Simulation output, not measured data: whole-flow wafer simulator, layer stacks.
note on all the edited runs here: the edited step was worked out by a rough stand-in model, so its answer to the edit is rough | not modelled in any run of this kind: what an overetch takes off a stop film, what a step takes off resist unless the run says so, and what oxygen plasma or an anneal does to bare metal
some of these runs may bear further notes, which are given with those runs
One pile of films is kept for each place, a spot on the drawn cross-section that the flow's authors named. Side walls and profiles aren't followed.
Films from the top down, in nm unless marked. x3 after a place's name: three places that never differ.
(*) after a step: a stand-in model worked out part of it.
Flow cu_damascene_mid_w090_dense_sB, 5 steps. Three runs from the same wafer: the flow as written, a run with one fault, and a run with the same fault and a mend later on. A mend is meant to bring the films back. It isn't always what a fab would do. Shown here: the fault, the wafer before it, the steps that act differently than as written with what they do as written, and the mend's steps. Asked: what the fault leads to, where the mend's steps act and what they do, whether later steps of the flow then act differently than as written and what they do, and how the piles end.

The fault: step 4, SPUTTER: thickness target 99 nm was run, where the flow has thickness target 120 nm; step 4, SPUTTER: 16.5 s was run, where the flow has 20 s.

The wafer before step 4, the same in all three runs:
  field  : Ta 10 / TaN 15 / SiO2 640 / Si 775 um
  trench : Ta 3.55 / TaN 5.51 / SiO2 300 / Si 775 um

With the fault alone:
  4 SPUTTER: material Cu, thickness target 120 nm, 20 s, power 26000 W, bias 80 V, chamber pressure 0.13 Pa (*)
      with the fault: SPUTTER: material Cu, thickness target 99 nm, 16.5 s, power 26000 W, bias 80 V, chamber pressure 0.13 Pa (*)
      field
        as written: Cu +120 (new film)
        with the fault: Cu +99 (new film)
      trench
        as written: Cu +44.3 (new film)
        with the fault: Cu +36.6 (new film)
  Later steps of the flow that act differently than as written:
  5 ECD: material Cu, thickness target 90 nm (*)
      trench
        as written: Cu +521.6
        with the fault: Cu +508.4
  At the end the piles differ from the flow's by more than 2% or 0.5 nm, whichever is larger, at field, trench.
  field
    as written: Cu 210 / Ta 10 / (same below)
    with the fault: Cu 189 / Ta 10 / (same below)
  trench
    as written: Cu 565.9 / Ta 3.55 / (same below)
    with the fault: Cu 544.9 / Ta 3.55 / (same below)

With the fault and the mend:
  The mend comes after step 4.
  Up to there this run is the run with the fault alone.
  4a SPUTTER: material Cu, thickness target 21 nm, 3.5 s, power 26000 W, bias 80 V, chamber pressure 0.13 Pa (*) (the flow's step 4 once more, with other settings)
      field
        Cu +21
      trench
        Cu +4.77
  No later step of the flow acts differently than as written, at any place that is followed, by more than 2% or 0.5 nm, whichever is larger.
  At the end the piles are the same as the flow's at every place that both follow.
